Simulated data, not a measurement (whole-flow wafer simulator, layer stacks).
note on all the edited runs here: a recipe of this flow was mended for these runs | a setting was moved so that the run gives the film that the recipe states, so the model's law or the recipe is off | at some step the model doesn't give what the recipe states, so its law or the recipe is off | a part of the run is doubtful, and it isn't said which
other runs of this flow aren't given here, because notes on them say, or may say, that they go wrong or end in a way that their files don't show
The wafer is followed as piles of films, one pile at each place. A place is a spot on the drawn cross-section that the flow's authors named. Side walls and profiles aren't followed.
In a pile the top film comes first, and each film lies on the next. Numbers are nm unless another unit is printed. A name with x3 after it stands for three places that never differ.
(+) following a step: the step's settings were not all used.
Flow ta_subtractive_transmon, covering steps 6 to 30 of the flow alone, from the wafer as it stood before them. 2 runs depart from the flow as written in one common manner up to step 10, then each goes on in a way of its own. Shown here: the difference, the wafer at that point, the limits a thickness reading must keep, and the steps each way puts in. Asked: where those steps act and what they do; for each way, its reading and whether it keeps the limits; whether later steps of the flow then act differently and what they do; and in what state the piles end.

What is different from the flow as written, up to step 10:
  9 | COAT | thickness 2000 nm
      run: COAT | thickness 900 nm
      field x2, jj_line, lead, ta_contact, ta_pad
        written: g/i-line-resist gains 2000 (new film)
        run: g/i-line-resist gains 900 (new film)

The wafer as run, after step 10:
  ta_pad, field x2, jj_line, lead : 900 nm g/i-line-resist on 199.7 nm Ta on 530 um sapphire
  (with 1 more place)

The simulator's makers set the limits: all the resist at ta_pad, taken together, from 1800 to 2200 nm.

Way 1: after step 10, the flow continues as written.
  After step 10, the reading is 900 nm, outside the limits.
  Steps further on in the flow that do not act as written:
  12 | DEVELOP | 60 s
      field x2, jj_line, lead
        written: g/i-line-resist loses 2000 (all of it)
        way: g/i-line-resist loses 900 (all of it)
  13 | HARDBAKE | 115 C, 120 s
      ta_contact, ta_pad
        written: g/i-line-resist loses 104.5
        way: g/i-line-resist loses 43.1
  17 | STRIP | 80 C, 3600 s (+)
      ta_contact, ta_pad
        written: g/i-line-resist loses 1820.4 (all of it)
        way: g/i-line-resist loses 781.8 (all of it)
  The piles end the same as the flow's at every place that both follow.

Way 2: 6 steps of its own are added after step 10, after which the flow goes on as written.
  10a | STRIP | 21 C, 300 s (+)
      field x2, jj_line, lead, ta_contact, ta_pad
        g/i-line-resist loses 900 (all of it)
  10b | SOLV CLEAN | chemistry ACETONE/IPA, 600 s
      alters no film at any place that is followed
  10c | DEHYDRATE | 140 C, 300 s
      alters no film at any place that is followed
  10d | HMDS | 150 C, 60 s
      alters no film at any place that is followed
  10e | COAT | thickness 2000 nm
      field x2, jj_line, lead, ta_contact, ta_pad
        g/i-line-resist gains 2000 (new film)
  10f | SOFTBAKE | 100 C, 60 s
      alters no film at any place that is followed
  After step 10f, the reading is 2000 nm, within the limits.
  Later steps of the flow that are run all act as written at every place that is followed.
  The piles end the same as the flow's at every place that both follow.

Inside the limits: way 2. Outside the limits: way 1.
